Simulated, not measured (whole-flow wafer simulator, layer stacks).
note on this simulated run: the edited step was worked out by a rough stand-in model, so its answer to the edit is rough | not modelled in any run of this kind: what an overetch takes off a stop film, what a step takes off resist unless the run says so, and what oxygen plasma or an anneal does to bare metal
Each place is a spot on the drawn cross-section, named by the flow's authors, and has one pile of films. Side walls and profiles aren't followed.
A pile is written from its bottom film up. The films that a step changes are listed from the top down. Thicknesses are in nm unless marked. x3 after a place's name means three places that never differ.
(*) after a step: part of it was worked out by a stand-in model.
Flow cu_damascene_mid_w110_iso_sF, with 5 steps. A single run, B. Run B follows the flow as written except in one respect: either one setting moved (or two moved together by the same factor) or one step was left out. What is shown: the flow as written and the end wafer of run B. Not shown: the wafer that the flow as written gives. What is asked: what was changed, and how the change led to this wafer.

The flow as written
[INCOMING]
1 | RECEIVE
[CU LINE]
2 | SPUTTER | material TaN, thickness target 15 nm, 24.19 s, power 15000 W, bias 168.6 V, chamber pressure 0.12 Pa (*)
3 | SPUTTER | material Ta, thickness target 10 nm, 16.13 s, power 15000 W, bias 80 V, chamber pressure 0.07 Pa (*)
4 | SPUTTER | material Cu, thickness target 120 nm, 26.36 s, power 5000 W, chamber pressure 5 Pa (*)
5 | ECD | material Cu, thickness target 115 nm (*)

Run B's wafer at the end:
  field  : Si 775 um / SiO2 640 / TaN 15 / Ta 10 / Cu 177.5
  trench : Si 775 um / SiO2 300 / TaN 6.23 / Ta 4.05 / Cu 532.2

The reason: step 5, ECD: thickness target 57.5 nm was run, while the flow as written has thickness target 115 nm.

How this came from the change, step by step:
  5 | ECD | material Cu, thickness target 115 nm (*)
      field: Cu gains 57.5 (in the flow as written it would be: Cu gains 115)
      trench: Cu gains 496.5 (in the flow as written it would be: Cu gains 554)
